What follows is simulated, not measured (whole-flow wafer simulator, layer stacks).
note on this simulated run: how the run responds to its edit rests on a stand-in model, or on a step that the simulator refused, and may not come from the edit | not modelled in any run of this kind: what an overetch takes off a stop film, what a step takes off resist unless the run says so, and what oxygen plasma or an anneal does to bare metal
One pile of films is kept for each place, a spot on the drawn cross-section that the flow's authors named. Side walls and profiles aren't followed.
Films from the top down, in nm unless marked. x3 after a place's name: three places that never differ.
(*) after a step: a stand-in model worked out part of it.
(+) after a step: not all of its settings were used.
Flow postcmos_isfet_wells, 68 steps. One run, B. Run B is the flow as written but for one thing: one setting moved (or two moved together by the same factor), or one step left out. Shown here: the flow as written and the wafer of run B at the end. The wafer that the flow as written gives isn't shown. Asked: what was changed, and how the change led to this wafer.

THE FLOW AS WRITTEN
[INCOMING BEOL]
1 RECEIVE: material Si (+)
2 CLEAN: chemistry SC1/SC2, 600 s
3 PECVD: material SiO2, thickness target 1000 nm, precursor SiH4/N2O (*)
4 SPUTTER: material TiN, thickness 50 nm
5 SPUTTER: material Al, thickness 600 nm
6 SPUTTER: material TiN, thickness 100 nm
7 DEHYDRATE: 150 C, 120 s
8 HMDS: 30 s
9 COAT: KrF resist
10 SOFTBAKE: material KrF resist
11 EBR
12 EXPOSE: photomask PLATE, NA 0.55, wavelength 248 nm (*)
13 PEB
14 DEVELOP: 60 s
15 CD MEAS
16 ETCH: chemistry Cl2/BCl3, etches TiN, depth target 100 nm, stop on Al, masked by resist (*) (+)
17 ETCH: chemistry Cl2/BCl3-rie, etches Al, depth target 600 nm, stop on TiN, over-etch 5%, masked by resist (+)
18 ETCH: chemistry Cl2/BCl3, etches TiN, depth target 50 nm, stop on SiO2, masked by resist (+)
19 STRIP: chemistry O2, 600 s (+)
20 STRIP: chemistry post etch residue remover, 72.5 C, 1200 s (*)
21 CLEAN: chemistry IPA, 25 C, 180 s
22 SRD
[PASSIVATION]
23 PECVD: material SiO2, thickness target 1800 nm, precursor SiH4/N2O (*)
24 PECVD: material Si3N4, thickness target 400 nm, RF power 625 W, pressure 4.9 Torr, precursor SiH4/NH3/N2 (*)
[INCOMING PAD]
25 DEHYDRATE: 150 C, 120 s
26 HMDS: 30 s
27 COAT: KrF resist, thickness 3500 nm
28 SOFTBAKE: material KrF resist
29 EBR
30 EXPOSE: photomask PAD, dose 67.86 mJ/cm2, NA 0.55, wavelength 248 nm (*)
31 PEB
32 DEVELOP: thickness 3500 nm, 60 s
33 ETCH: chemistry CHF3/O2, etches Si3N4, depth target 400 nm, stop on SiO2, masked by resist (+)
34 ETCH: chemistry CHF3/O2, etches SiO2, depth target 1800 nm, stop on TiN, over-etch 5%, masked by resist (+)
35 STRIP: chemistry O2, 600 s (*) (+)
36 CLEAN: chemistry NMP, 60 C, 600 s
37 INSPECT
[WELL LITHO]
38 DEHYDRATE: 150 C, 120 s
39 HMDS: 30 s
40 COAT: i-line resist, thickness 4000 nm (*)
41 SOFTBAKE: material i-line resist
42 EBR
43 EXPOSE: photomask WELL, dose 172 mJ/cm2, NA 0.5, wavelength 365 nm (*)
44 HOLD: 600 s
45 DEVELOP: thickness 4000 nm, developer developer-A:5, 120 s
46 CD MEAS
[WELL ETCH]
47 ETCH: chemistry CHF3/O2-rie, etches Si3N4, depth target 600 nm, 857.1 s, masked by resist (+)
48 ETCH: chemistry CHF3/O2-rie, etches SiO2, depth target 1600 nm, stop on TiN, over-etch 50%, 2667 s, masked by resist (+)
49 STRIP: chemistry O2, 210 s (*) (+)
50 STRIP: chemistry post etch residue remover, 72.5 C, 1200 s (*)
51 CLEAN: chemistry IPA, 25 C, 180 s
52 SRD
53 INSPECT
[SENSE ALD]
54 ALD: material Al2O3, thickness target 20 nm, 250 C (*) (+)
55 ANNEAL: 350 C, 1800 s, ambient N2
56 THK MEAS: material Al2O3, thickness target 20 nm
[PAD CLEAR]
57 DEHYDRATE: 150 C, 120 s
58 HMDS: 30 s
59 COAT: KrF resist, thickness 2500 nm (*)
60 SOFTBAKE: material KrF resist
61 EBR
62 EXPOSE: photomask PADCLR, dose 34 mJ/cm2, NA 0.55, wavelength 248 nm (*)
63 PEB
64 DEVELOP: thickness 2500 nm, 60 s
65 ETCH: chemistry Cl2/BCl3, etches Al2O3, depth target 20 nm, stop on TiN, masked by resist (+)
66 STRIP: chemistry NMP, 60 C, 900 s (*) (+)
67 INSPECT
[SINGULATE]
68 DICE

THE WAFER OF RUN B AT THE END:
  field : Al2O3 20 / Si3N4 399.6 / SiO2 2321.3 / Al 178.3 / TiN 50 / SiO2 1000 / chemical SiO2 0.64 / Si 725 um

The cause: step 17, ETCH: depth target 366 nm was run, where the flow has depth target 600 nm.

How the change led to this, step by step:
  17 ETCH: chemistry Cl2/BCl3-rie, etches Al, depth target 600 nm, stop on TiN, over-etch 5%, masked by resist (+)
      field: Al -366 (as written it would be: Al -600 (all of it))
      margin, well900, well1300 x3, pad_rim, pad_clr, pad_open: KrF resist -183 (as written it would be: KrF resist -300)
  18 ETCH: chemistry Cl2/BCl3, etches TiN, depth target 50 nm, stop on SiO2, masked by resist (+)
      field: Al -50 (as written it would be: TiN -50 (all of it))
  19 STRIP: chemistry O2, 600 s (+)
      margin, well900, well1300 x3, pad_rim, pad_clr, pad_open: KrF resist -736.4 (all of it) (as written it would be: KrF resist -619.4 (all of it))
  20 STRIP: chemistry post etch residue remover, 72.5 C, 1200 s (*)
      field: Al -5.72 (as written it would be: nothing)
  23 PECVD: material SiO2, thickness target 1800 nm, precursor SiH4/N2O (*)
      field: SiO2 +2321.3 (new film) (as written it would be: SiO2 +1800 (new film), void +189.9 (new film), SiO2 +559.7)
Counting metal films that touch as one body, field has 1 body; the flow as written gives 0 bodies.
